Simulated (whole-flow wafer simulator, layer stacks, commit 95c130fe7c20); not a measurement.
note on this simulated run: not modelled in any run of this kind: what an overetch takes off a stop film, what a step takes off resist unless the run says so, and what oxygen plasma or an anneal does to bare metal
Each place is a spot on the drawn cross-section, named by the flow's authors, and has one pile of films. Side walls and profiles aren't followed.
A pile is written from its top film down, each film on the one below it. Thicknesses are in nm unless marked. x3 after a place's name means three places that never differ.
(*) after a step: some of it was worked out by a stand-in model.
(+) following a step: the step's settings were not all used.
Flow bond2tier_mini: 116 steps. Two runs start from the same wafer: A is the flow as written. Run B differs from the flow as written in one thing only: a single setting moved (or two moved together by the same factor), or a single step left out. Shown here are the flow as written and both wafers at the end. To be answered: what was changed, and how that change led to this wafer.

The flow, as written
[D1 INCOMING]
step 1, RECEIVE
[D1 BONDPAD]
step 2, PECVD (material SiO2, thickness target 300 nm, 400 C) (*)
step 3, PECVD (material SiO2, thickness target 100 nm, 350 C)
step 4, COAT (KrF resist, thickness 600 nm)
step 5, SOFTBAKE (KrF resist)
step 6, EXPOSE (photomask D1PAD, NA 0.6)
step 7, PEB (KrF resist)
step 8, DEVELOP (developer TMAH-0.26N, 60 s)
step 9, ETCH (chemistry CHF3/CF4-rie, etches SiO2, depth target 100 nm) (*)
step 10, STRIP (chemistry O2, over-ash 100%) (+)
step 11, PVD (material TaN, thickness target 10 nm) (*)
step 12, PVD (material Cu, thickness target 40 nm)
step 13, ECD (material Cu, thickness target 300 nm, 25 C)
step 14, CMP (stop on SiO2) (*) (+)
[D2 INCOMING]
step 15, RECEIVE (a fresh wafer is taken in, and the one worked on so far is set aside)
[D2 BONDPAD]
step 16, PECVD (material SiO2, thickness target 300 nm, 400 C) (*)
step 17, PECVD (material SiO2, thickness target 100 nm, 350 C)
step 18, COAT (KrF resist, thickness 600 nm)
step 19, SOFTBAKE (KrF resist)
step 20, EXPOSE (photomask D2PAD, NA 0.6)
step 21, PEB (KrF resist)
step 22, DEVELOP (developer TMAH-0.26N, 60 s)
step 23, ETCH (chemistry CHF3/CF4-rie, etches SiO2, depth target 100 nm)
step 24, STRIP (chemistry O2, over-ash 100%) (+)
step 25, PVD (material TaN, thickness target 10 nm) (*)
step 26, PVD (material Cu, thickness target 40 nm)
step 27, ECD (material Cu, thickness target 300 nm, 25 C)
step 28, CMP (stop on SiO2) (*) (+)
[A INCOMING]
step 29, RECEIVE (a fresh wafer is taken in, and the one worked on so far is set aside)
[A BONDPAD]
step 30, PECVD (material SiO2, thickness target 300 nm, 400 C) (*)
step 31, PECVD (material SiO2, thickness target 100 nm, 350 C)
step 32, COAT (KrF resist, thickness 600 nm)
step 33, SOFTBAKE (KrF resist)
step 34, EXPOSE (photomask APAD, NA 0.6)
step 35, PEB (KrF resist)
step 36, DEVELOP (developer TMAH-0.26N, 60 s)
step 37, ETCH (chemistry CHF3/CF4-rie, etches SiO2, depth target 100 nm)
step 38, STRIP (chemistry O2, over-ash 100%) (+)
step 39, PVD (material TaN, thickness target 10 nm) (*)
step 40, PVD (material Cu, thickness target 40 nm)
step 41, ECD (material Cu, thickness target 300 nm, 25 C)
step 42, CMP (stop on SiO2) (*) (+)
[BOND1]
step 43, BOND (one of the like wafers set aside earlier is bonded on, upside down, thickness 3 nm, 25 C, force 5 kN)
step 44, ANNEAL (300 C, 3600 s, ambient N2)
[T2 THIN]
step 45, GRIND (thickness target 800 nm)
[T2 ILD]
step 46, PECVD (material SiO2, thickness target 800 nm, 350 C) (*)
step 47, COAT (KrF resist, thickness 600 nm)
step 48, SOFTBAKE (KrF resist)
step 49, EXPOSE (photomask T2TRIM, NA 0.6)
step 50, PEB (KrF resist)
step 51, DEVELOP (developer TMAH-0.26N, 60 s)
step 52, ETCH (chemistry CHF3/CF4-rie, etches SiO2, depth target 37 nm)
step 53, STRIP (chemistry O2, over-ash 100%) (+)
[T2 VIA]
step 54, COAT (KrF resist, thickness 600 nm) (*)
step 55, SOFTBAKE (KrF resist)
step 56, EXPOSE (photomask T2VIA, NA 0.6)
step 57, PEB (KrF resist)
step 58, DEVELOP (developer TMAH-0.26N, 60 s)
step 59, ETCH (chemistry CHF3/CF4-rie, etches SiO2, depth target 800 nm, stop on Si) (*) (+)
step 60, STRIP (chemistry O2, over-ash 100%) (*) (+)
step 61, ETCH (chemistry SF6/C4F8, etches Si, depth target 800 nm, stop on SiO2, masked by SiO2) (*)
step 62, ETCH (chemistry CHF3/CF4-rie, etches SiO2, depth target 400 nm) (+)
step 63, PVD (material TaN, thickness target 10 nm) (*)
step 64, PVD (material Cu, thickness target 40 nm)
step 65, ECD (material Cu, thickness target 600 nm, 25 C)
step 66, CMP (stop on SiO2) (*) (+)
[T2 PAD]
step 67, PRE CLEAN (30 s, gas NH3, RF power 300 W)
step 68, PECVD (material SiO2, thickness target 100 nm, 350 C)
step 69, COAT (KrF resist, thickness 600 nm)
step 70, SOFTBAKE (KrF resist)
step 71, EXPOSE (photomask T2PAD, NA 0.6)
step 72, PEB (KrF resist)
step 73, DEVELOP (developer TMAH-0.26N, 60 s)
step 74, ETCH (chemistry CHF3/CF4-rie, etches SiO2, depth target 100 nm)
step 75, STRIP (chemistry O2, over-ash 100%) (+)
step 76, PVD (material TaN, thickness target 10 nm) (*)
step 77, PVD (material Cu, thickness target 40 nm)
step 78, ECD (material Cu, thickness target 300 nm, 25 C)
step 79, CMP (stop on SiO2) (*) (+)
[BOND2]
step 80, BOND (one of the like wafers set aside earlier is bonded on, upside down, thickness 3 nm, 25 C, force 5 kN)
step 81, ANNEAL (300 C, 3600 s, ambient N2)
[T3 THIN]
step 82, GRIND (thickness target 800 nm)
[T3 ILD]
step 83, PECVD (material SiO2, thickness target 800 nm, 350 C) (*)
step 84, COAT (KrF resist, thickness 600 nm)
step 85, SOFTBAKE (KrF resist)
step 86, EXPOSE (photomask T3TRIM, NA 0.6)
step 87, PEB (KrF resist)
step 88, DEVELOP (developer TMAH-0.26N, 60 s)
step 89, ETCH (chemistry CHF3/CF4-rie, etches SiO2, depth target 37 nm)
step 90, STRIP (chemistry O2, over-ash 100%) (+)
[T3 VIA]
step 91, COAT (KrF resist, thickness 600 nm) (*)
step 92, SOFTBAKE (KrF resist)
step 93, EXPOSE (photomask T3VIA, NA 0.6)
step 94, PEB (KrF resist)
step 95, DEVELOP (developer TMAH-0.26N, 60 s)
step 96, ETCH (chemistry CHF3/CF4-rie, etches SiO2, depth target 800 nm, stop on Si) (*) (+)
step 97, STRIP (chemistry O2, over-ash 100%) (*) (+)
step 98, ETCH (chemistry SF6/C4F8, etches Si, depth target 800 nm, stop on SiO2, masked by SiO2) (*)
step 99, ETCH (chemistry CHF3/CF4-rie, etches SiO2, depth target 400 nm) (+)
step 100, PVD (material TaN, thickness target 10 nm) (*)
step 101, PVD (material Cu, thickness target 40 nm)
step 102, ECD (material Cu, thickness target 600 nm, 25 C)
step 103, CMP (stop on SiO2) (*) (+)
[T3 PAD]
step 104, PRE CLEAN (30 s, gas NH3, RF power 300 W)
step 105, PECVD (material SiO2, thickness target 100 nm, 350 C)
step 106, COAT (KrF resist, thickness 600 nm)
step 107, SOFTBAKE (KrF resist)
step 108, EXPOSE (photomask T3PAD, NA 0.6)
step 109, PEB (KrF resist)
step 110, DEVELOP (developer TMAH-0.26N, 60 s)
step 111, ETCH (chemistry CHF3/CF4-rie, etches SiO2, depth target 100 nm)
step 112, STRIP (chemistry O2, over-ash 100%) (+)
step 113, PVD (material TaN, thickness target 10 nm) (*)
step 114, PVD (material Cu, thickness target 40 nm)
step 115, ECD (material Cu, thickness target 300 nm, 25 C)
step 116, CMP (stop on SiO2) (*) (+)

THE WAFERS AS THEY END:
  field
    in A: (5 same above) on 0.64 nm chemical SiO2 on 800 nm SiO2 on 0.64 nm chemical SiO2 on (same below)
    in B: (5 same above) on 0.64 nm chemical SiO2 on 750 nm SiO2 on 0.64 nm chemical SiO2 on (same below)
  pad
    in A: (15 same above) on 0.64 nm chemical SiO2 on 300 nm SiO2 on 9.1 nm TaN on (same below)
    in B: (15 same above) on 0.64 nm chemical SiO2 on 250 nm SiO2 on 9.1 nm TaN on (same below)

Cause: step 3, PECVD: thickness target 50 nm was run, while the flow as written has thickness target 100 nm.

The path from the change to this, step by step:
  step 3, PECVD (material SiO2, thickness target 100 nm, 350 C)
      field, pad, via: A +100 SiO2 | B +50 SiO2
  step 43, BOND (one of the like wafers set aside earlier is bonded on, upside down, thickness 3 nm, 25 C, force 5 kN)
      field: A +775 um Si (new film), +0.64 chemical SiO2 (new film), +400 SiO2 | B +775 um Si (new film), +0.64 chemical SiO2 (new film), +350 SiO2
      pad: A +775 um Si (new film), +0.64 chemical SiO2 (new film), +300 SiO2 (new film), +9.1 TaN (new film), +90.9 Cu | B +775 um Si (new film), +0.64 chemical SiO2 (new film), +250 SiO2 (new film), +9.1 TaN (new film), +90.9 Cu
      (also at 1 further place)
